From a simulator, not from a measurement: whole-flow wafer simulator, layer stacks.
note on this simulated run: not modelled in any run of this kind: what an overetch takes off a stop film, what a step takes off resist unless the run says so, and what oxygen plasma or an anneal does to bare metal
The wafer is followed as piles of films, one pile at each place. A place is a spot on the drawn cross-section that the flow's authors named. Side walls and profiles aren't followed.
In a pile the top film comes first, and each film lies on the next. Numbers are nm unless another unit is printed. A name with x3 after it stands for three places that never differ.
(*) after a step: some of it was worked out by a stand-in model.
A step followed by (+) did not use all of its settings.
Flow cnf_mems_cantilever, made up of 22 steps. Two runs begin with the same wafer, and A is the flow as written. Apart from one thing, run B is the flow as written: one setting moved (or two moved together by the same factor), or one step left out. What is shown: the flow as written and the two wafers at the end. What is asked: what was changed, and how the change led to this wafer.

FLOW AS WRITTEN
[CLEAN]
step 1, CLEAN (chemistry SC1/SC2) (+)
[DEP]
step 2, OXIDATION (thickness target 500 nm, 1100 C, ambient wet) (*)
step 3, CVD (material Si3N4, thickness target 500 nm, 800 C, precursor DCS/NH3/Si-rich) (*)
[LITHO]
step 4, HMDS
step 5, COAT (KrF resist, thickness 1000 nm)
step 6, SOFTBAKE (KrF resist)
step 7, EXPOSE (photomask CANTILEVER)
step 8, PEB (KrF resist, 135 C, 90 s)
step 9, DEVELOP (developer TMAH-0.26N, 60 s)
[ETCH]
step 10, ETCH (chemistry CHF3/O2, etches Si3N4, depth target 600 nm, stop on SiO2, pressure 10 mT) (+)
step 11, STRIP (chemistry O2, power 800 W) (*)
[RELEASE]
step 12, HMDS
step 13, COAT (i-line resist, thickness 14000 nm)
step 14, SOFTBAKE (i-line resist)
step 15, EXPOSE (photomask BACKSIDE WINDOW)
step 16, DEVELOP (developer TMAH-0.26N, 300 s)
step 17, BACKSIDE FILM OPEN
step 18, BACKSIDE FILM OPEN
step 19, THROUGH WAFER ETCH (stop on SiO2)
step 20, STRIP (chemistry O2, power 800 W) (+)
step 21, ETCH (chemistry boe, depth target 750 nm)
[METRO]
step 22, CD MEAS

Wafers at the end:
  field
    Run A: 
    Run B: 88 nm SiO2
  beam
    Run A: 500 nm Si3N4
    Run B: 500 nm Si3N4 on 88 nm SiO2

The reason: step 21, ETCH: depth target 412 nm was run, whereas the flow has depth target 750 nm.

How this came from the change, step by step:
  step 21, ETCH (chemistry boe, depth target 750 nm)
      field: A -500 SiO2 (all of it) | B -412 SiO2
      beam: A under 1 film: -500 SiO2 (all of it) | B under 1 film: -412 SiO2
